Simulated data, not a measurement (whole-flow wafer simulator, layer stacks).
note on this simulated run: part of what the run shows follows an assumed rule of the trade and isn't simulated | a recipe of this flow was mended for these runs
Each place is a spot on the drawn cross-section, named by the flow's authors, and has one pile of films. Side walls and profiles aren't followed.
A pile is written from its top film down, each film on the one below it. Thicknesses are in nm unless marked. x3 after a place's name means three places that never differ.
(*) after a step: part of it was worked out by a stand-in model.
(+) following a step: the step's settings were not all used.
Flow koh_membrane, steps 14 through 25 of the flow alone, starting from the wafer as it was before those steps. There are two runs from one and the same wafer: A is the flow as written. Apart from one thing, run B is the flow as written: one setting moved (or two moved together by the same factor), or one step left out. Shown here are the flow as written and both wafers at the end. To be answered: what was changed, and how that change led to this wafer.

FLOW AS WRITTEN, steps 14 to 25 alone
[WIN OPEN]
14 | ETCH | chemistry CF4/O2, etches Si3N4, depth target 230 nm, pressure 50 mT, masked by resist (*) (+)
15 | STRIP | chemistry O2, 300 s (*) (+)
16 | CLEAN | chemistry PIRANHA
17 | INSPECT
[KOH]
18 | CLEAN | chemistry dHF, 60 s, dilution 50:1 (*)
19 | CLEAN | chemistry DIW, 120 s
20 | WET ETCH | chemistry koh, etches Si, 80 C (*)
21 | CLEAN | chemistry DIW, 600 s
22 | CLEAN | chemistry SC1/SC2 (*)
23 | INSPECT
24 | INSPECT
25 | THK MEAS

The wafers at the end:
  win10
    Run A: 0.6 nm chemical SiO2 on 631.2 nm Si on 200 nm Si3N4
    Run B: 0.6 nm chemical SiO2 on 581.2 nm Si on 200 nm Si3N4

The reason: step 14, ETCH: depth target 280 nm was run, while the flow as written has depth target 230 nm.

The path from the change to this, step by step:
  14 | ETCH | chemistry CF4/O2, etches Si3N4, depth target 230 nm, pressure 50 mT, masked by resist (*) (+)
      win20 x4, win10: A -200 Si3N4 (all of it), -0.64 chemical SiO2 (all of it), -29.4 Si | B -200 Si3N4 (all of it), -0.64 chemical SiO2 (all of it), -79.4 Si
      field: A -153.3 i-line-resist | B -186.7 i-line-resist
  15 | STRIP | chemistry O2, 300 s (*) (+)
      field: A -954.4 i-line-resist (all of it) | B -921.1 i-line-resist (all of it)
